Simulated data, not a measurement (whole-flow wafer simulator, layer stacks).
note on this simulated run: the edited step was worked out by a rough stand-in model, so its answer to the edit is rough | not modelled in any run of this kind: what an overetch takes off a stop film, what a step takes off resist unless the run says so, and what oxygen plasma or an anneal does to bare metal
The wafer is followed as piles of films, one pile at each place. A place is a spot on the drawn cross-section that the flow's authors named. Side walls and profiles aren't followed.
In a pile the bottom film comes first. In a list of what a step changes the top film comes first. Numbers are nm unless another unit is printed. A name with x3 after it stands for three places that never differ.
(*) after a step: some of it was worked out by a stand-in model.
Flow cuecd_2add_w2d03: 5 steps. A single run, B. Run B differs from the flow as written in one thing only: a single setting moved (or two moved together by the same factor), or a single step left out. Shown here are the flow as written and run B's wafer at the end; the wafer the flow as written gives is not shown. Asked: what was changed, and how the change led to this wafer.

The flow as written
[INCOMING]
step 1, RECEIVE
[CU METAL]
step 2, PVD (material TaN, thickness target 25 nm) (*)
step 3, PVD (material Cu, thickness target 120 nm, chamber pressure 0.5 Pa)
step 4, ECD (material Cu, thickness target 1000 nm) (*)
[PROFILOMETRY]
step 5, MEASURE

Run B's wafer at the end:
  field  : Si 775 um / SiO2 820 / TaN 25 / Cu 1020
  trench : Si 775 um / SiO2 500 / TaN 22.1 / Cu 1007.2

What caused this: step 4, ECD: thickness target 900 nm was run, while the flow as written has thickness target 1000 nm.

How this came from the change, step by step:
  step 4, ECD (material Cu, thickness target 1000 nm) (*)
      field, trench: +900 Cu (it would be, as written: +1000 Cu)
